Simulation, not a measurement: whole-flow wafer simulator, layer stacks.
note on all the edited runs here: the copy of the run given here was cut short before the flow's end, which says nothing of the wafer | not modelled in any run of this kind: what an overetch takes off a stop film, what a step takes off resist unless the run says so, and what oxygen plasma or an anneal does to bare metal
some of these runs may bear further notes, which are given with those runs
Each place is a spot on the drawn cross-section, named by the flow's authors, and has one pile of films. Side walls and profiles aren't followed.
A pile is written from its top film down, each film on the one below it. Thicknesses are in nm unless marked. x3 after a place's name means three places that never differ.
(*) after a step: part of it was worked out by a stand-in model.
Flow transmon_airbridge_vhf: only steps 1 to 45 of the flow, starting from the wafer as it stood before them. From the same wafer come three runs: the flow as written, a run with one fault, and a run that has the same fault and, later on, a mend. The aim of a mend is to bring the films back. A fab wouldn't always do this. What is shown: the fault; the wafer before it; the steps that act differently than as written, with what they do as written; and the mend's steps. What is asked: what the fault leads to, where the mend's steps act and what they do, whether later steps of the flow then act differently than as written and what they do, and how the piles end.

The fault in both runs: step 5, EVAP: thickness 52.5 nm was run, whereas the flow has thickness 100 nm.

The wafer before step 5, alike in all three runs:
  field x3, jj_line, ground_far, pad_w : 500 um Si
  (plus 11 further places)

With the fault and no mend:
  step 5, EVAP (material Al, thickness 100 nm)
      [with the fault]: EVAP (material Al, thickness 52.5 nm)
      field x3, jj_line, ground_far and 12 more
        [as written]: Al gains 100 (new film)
        [with the fault]: Al gains 52.5 (new film)
  Steps later in the flow that act otherwise than as written (15 other steps are not shown; they differ only slightly, by no more than 2% or 0.5 nm, whichever is larger):
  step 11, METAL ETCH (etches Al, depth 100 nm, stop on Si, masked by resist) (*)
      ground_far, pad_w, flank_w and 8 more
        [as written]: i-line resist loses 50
        [with the fault]: i-line resist loses 39.4
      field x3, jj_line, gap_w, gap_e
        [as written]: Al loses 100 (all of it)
        [with the fault]: Al loses 52.5 (all of it)
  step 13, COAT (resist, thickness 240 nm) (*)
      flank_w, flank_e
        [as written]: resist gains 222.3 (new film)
        [with the fault]: resist gains 230.2 (new film)
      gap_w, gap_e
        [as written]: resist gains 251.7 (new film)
        [with the fault]: resist gains 246.4 (new film)
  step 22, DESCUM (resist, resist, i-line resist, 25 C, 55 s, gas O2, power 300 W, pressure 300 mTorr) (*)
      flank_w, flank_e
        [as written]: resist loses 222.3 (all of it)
        [with the fault]: resist loses 230.2 (all of it)
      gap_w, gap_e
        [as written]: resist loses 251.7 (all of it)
        [with the fault]: resist loses 246.4 (all of it)
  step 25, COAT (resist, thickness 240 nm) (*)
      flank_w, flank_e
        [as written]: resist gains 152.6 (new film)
        [with the fault]: resist gains 158.2 (new film)
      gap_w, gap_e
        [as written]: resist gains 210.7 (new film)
        [with the fault]: resist gains 205.6 (new film)
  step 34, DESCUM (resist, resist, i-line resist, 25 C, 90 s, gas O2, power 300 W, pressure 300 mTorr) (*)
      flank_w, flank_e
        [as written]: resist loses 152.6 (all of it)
        [with the fault]: resist loses 158.2 (all of it)
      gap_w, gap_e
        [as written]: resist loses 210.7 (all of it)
        [with the fault]: resist loses 205.6 (all of it)
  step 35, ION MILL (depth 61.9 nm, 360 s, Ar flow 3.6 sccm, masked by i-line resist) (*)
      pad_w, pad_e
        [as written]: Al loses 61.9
        [with the fault]: Al loses 52.5 (all of it), Si loses 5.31
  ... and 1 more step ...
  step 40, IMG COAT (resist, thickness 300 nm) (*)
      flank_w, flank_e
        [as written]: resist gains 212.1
        [with the fault]: resist gains 219.4
  The piles end different from the flow's at ground_far, pad_w, flank_w and 8 more by more than 2% or 0.5 nm, whichever is larger.
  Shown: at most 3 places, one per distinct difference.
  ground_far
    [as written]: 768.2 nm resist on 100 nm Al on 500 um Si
    [with the fault]: 768.2 nm resist on 52.5 nm Al on 500 um Si
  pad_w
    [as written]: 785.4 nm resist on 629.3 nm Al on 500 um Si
    [with the fault]: 785.5 nm resist on 591.3 nm Al on 499.99 um Si
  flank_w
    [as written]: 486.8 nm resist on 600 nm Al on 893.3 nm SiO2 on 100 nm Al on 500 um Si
    [with the fault]: 493.9 nm resist on 600 nm Al on 893 nm SiO2 on 52.5 nm Al on 500 um Si

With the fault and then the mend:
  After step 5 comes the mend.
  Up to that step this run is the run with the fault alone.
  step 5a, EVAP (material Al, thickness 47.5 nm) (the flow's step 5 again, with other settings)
      field x3, jj_line, ground_far and 12 more
        Al gains 47.5
  None of the later steps of the flow acts differently than as written at any place that is followed.
  By the end, the piles equal the flow's at every place that both follow.
